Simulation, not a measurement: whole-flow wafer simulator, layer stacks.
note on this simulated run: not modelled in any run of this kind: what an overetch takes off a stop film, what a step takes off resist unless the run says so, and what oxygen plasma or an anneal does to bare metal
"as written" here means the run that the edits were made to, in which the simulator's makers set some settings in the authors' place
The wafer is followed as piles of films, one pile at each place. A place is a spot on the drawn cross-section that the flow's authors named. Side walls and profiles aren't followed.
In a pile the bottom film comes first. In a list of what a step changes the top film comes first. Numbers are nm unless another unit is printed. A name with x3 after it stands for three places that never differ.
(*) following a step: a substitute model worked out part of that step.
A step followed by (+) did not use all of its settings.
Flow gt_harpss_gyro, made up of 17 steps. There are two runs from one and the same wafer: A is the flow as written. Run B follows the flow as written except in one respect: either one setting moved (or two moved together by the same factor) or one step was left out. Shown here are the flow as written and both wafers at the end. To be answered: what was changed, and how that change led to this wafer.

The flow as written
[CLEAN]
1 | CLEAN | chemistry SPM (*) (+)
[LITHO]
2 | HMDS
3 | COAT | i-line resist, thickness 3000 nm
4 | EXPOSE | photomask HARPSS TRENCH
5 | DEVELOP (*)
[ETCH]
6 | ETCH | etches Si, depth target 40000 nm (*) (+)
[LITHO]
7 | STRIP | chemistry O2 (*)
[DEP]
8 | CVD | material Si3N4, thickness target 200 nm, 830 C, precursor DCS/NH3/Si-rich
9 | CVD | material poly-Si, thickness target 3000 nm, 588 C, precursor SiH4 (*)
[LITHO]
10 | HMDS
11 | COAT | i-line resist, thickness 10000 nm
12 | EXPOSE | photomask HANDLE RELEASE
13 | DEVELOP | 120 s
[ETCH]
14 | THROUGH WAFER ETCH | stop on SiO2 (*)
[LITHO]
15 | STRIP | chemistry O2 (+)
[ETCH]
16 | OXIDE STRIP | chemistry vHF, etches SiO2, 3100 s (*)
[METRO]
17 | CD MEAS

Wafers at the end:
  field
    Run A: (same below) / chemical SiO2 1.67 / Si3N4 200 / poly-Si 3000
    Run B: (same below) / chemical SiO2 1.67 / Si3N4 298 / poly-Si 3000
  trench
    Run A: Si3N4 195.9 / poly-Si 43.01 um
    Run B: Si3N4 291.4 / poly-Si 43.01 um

The reason: step 8, CVD: thickness target 298 nm was run, while the flow as written has thickness target 200 nm.
One can read it off the wafer: field has Si3N4 298, and step 8 as written asks for 200 nm.

The path from the change to this, step by step:
  8 | CVD | material Si3N4, thickness target 200 nm, 830 C, precursor DCS/NH3/Si-rich
      field: A Si3N4 gains 200 (new film) | B Si3N4 gains 298 (new film)
      trench: A Si3N4 gains 195.9 (new film) | B Si3N4 gains 291.4 (new film)
